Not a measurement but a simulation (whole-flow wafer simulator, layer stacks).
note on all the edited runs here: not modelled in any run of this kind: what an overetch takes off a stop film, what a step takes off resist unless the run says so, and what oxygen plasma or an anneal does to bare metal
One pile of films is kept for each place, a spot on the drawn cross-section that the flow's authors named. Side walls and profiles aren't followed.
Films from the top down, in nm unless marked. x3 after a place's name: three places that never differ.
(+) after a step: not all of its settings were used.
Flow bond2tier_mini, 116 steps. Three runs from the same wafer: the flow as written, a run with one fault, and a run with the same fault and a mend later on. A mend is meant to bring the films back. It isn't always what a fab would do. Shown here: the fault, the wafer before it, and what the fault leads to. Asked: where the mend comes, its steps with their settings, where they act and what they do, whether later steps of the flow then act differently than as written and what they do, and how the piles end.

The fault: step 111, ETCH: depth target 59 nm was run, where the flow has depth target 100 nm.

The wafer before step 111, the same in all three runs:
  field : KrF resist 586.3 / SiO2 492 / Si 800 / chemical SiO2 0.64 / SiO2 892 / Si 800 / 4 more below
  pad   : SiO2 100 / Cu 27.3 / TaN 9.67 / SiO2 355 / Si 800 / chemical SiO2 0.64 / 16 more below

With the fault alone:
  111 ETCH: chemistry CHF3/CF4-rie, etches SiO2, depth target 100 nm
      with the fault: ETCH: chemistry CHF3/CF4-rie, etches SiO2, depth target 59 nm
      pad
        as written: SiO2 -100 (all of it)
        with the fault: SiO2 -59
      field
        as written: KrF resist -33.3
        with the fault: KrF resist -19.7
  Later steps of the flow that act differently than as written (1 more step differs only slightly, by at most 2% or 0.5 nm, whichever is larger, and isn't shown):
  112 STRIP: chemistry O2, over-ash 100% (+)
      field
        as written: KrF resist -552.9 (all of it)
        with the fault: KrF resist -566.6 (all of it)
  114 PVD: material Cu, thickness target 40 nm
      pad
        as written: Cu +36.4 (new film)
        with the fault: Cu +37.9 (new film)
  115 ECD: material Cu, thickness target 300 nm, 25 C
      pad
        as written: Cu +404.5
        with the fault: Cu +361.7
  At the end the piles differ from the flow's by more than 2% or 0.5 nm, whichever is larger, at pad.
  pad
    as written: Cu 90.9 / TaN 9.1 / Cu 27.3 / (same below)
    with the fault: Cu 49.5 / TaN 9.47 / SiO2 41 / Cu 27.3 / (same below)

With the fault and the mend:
  The mend comes after step 111.
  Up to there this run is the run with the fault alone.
  111a ETCH: chemistry CHF3/CF4-rie, etches SiO2, depth target 41 nm (the flow's step 111 once more, with other settings)
      field
        KrF resist -13.7
      pad
        SiO2 -41 (all of it)
  No later step of the flow acts differently than as written at any place that is followed.
  At the end the piles are the same as the flow's at every place that both follow.
